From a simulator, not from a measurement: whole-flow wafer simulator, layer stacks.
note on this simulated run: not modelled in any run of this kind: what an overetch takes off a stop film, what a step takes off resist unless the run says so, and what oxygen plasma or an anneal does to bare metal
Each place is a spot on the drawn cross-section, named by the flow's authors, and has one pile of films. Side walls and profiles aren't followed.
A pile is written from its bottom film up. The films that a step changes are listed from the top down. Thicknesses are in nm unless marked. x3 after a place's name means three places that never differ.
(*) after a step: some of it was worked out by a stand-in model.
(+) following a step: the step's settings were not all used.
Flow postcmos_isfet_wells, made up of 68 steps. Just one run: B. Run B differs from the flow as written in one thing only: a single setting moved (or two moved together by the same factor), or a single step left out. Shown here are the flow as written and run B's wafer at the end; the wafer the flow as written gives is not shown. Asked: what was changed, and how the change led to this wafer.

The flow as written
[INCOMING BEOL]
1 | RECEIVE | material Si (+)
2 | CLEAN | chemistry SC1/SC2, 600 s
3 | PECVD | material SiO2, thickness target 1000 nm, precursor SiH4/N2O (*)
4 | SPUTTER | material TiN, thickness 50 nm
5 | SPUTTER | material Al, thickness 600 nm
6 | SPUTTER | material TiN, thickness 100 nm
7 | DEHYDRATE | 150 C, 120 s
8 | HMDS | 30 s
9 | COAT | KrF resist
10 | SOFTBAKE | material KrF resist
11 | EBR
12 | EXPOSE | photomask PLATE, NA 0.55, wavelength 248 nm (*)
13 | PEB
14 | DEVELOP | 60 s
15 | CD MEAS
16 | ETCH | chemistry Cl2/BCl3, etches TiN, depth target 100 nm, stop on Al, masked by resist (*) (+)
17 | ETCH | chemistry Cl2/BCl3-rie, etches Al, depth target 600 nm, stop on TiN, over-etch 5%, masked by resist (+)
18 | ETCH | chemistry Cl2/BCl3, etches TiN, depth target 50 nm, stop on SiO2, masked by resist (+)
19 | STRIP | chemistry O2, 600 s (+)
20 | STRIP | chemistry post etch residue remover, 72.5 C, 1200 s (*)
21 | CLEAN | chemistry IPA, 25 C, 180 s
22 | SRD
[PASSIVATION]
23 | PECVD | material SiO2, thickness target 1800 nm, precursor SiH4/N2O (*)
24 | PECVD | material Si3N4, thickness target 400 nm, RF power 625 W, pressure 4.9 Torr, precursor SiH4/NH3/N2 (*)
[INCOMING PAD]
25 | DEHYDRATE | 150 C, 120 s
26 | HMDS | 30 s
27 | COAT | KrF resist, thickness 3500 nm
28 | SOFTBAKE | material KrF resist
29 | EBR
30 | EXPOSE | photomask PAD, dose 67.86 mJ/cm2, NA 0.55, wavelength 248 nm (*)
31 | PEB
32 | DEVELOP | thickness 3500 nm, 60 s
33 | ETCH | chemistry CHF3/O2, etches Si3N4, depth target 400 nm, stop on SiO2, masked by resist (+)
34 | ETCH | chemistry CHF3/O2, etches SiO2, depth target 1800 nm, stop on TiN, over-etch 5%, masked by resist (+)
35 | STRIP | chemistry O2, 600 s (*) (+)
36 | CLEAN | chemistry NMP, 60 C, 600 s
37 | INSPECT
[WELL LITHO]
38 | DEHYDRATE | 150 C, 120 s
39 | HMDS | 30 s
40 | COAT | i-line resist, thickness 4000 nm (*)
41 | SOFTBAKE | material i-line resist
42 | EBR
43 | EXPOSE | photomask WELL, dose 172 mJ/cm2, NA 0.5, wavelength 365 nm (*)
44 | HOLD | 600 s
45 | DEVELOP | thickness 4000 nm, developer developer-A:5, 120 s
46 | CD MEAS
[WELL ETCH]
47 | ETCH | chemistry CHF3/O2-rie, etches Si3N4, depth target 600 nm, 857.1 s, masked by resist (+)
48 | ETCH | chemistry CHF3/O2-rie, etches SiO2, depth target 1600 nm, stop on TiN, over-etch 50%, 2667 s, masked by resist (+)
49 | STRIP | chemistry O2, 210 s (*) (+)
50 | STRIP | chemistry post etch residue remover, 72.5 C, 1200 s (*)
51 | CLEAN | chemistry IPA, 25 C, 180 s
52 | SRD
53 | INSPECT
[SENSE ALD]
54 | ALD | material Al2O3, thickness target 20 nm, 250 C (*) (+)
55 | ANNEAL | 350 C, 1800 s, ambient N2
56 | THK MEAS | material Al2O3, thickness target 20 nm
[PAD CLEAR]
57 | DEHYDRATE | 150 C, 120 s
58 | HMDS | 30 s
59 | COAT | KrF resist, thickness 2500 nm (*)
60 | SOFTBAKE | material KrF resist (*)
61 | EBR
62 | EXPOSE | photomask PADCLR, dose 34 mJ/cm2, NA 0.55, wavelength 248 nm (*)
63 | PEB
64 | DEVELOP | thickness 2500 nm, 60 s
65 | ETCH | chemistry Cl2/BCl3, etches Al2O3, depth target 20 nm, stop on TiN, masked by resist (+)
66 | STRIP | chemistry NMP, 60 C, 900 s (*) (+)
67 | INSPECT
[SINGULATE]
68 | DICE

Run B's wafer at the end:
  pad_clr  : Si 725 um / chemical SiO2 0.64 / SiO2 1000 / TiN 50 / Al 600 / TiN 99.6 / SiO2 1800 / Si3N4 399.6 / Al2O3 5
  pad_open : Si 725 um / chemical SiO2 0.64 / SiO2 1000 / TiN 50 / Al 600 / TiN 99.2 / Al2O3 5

What caused this: step 65, ETCH: depth target 15 nm was run, though the flow has depth target 20 nm.

How this came from the change, step by step:
  65 | ETCH | chemistry Cl2/BCl3, etches Al2O3, depth target 20 nm, stop on TiN, masked by resist (+)
      pad_clr, pad_open: -15 Al2O3 (in the flow as written it would be: -20 Al2O3 (all of it))
      field, margin, pad_rim: -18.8 KrF resist (in the flow as written it would be: -25 KrF resist)
